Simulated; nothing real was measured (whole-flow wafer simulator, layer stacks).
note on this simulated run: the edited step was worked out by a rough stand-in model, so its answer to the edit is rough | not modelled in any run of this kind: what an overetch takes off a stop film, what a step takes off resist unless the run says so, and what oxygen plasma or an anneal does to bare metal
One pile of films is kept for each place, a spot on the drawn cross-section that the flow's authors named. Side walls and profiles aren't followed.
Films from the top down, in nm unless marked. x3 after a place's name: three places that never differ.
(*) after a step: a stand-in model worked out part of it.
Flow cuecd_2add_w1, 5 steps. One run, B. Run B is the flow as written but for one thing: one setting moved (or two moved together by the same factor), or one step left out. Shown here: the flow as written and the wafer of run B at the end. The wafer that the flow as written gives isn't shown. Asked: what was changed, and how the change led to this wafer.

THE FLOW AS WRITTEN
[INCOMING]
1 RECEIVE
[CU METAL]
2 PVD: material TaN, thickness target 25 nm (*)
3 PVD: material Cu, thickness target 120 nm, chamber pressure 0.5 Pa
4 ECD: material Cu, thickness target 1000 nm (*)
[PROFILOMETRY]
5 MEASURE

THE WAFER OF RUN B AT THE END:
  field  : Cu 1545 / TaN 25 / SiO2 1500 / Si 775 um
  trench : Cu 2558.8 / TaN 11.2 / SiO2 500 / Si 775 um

The cause: step 4, ECD: thickness target 1425 nm was run, where the flow has thickness target 1000 nm.

How the change led to this, step by step:
  4 ECD: material Cu, thickness target 1000 nm (*)
      field: Cu +1425 (as written it would be: Cu +1000)
      trench: Cu +2505.2 (as written it would be: Cu +2080.2)
